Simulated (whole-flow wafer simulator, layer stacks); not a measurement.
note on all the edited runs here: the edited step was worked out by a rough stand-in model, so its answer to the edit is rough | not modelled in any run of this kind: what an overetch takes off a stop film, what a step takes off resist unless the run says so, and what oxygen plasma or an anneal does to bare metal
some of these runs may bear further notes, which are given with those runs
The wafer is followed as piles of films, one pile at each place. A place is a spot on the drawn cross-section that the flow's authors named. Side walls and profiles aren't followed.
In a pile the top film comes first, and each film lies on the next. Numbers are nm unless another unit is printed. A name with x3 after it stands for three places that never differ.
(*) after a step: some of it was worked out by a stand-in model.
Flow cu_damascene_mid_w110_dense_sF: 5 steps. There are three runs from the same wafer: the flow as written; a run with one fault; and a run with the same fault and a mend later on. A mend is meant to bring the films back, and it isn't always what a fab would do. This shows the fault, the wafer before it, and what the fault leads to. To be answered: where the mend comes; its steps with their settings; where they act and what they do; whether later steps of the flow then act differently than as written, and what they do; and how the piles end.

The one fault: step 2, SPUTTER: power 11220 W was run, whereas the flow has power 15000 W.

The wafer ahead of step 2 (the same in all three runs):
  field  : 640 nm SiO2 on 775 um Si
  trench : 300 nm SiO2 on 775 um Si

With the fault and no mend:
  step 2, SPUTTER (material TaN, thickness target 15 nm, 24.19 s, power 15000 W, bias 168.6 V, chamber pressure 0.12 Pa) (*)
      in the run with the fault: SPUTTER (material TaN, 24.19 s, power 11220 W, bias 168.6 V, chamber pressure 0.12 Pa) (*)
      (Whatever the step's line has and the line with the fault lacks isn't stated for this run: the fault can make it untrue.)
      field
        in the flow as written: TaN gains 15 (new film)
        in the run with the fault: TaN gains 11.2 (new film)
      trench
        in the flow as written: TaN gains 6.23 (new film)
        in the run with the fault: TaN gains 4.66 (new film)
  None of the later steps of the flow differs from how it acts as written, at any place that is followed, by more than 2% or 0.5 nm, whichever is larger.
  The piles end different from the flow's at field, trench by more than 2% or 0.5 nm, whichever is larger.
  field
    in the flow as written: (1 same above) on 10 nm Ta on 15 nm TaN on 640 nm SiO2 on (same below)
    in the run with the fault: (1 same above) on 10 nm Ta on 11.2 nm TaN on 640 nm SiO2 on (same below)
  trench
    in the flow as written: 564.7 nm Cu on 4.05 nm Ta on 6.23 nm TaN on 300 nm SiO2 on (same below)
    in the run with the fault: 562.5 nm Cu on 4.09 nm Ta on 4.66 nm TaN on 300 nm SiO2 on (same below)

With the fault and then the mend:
  After step 2 comes the mend.
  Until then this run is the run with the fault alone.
  step 2a, SPUTTER (material TaN, thickness target 3.8 nm, 6.1 s, power 15000 W, bias 168.6 V, chamber pressure 0.12 Pa) (*) (the flow's step 2 again, with other settings)
      field
        TaN gains 3.8
      trench
        TaN gains 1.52
  None of the later steps of the flow differs from how it acts as written, at any place that is followed, by more than 2% or 0.5 nm, whichever is larger.
  At the end the piles are close to the flow's at the places that both follow, differing by at most 2% or 0.5 nm, whichever is larger.
